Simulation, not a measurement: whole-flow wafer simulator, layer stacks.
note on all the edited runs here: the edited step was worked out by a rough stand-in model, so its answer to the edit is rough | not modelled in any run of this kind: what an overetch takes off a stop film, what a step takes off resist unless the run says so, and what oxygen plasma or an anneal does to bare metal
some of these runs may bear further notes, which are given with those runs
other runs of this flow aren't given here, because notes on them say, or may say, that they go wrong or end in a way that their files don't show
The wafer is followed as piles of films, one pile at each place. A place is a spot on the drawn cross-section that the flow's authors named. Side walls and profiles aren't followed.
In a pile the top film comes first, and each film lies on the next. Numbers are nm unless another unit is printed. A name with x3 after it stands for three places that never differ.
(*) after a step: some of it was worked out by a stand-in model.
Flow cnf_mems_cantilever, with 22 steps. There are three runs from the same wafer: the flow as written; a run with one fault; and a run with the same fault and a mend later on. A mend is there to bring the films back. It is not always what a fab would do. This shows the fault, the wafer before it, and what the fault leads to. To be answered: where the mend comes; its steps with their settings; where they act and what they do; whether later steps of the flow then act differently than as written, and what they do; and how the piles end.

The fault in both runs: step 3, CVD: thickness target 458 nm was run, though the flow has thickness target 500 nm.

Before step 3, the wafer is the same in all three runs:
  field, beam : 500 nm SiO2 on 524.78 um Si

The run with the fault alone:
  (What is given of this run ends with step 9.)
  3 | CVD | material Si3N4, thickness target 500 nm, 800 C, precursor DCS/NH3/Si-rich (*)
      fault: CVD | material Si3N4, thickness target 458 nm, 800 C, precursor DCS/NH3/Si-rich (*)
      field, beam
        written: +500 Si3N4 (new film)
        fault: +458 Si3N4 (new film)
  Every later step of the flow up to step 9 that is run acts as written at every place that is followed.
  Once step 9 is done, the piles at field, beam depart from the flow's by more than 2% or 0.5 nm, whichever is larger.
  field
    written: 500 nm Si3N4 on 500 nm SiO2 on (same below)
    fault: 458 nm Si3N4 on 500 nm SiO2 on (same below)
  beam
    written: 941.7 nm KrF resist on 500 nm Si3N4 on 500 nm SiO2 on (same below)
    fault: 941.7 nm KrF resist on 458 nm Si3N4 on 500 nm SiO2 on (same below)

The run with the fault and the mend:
  After step 9 comes the mend.
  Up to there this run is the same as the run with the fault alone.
  9a | STRIP | chemistry O2, power 800 W (*)
      beam
        -941.7 KrF resist (all of it)
  9b | CLEAN | chemistry SC1/SC2 (*) (the flow's step 1, run once more)
      alters no film at any place that is followed
  9c | CVD | material Si3N4, thickness target 42 nm, 800 C, precursor DCS/NH3/Si-rich (*) (the flow's step 3, run once more with other settings)
      field, beam
        +42 Si3N4
  9d | HMDS (the flow's step 4, run once more)
      alters no film at any place that is followed
  9e | COAT | KrF resist, thickness 1000 nm (the flow's step 5, run once more)
      field, beam
        +1000 KrF resist (new film)
  9f | SOFTBAKE | KrF resist (the flow's step 6, run once more)
      alters no film at any place that is followed
  9g | EXPOSE | photomask CANTILEVER (the flow's step 7, run once more)
      alters no film at any place that is followed
  9h | PEB | KrF resist, 135 C, 90 s (the flow's step 8, run once more)
      field, beam
        -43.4 KrF resist
  9i | DEVELOP | developer TMAH-0.26N, 60 s (the flow's step 9, run once more)
      field
        -956.6 KrF resist (all of it)
      beam
        -14.9 KrF resist
  Every later step of the flow that is run acts as written at every place that is followed.
  The piles end the same as the flow's at every place that both follow.
